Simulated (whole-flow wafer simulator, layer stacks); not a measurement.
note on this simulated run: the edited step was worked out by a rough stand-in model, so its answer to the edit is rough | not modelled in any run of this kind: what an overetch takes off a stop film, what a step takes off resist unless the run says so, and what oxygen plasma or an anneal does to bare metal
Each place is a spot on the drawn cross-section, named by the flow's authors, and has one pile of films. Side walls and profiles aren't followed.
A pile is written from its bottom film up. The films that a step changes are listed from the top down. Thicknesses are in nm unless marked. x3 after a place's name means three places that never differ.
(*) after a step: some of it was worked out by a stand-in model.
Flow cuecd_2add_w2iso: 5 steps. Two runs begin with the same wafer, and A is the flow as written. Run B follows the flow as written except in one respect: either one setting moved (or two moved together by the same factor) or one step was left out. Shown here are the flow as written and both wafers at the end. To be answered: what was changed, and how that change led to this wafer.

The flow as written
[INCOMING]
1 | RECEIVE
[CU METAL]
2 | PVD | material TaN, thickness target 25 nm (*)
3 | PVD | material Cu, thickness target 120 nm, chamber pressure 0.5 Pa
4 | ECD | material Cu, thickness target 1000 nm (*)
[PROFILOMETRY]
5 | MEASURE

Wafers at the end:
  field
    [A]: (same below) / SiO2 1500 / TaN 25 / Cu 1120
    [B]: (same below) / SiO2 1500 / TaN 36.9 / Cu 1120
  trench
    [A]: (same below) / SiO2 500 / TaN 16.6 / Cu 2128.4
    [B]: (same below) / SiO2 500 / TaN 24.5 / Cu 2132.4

What caused this: step 2, PVD: thickness target 36.9 nm was run, though the flow has thickness target 25 nm.
One can read it off the wafer: field has TaN 36.9, and step 2 as written asks for 25 nm.

The path from the change to this, step by step:
  2 | PVD | material TaN, thickness target 25 nm (*)
      field: A TaN gains 25 (new film) | B TaN gains 36.9 (new film)
      trench: A TaN gains 16.6 (new film) | B TaN gains 24.5 (new film)
